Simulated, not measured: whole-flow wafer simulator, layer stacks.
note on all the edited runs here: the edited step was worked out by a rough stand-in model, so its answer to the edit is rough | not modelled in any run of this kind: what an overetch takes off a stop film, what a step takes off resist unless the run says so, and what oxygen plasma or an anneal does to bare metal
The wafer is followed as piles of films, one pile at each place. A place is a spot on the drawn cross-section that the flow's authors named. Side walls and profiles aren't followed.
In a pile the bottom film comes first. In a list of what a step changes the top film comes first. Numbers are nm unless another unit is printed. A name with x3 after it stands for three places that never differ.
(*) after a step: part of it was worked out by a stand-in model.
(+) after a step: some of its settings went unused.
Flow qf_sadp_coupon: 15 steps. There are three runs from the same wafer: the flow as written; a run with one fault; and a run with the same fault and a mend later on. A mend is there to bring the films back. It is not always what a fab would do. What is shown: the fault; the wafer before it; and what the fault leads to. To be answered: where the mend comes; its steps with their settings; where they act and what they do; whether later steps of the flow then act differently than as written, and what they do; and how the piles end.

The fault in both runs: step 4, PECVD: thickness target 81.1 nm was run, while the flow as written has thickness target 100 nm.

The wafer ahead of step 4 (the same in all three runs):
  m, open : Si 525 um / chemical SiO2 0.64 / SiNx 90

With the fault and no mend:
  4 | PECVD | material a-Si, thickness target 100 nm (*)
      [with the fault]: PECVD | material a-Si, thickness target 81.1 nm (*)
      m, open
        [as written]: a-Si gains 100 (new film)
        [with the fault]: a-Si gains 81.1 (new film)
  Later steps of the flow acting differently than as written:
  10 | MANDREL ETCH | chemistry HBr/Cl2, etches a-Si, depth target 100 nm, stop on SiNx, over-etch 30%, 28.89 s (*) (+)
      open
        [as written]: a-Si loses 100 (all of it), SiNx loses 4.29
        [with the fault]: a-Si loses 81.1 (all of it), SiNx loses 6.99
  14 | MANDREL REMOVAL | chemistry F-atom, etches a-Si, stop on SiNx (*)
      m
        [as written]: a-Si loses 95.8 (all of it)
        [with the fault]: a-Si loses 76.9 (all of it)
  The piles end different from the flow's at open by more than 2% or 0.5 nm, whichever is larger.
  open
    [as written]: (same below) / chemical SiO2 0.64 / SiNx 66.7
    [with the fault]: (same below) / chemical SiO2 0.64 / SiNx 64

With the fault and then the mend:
  The mend stands after step 4.
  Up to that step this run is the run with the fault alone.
  4a | ETCH | chemistry tmah, depth target 93.26 nm
      m, open
        a-Si loses 81.1 (all of it)
  4b | PECVD | material a-Si, thickness target 100 nm (*) (a further turn of the flow's step 4)
      m, open
        a-Si gains 100 (new film)
  Later steps of the flow that are run all act as written at every place that is followed.
  At every place that both follow, the piles at the end match the flow's.
